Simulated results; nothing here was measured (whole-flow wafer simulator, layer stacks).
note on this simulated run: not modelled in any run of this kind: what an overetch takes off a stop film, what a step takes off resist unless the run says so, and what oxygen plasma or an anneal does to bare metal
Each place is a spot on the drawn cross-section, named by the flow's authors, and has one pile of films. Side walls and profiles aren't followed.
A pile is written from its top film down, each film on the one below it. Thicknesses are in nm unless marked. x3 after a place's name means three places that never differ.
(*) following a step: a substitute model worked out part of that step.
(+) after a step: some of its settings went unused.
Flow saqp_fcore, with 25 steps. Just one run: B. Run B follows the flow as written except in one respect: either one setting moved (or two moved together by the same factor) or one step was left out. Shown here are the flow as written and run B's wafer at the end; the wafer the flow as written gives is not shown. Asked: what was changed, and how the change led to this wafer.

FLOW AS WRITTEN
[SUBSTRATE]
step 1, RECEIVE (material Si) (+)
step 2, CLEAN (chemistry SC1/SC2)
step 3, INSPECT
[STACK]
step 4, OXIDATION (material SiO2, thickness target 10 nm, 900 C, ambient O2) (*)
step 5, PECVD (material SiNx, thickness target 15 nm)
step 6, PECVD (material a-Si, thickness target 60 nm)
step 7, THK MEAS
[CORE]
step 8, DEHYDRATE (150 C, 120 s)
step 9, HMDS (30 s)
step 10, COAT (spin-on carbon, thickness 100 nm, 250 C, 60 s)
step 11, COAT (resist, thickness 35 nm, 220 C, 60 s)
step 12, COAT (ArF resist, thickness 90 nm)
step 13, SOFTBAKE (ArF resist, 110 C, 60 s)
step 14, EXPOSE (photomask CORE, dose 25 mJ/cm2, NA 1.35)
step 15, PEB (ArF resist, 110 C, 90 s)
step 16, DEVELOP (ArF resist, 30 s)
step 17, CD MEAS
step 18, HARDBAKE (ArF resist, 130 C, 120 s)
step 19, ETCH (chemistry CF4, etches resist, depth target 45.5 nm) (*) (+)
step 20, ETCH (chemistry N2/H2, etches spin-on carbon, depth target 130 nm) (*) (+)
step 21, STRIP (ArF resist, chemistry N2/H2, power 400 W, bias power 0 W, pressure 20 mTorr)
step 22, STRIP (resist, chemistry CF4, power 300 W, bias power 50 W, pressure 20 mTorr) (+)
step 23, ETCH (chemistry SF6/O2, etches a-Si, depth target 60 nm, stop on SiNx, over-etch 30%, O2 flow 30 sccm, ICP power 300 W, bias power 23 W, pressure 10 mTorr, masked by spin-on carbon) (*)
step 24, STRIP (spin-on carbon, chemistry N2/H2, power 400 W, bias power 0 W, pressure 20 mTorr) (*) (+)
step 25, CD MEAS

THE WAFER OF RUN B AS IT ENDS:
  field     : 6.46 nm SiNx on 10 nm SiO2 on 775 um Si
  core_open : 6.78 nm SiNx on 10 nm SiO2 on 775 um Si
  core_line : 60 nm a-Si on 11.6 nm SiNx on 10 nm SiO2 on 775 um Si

What caused this: step 5, PECVD: thickness target 11.6 nm was run, though the flow has thickness target 15 nm.
The wafer lets one read it off: core_line has SiNx 11.6, and step 5 as written asks for 15 nm.

Step by step, how the change led to this:
  step 5, PECVD (material SiNx, thickness target 15 nm)
      field, core_open, core_line: SiNx gains 11.6 (new film) (it would be, as written: SiNx gains 15 (new film))
